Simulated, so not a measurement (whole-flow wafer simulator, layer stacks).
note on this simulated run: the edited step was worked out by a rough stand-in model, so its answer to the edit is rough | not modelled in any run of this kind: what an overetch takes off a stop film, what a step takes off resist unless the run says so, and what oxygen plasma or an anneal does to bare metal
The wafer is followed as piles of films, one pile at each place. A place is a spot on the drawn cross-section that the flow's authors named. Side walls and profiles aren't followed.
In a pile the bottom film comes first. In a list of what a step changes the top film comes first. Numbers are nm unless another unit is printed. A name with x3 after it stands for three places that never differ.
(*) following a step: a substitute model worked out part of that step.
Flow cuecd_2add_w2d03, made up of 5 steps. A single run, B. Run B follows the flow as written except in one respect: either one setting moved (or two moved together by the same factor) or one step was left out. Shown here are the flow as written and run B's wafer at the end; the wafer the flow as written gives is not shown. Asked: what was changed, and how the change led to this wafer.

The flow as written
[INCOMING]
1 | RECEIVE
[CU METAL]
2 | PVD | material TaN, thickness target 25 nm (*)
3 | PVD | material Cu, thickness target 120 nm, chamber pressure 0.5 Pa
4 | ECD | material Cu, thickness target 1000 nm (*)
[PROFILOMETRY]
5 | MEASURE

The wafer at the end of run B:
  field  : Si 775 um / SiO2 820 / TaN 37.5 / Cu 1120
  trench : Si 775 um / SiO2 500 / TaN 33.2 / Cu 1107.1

What caused this: step 2, PVD: thickness target 37.5 nm was run, whereas the flow has thickness target 25 nm.
The wafer itself shows it: field has TaN 37.5, and step 2 as written asks for 25 nm.

The path from the change to this, step by step:
  2 | PVD | material TaN, thickness target 25 nm (*)
      field: +37.5 TaN (new film) (as written it would have been: +25 TaN (new film))
      trench: +33.2 TaN (new film) (as written it would have been: +22.1 TaN (new film))
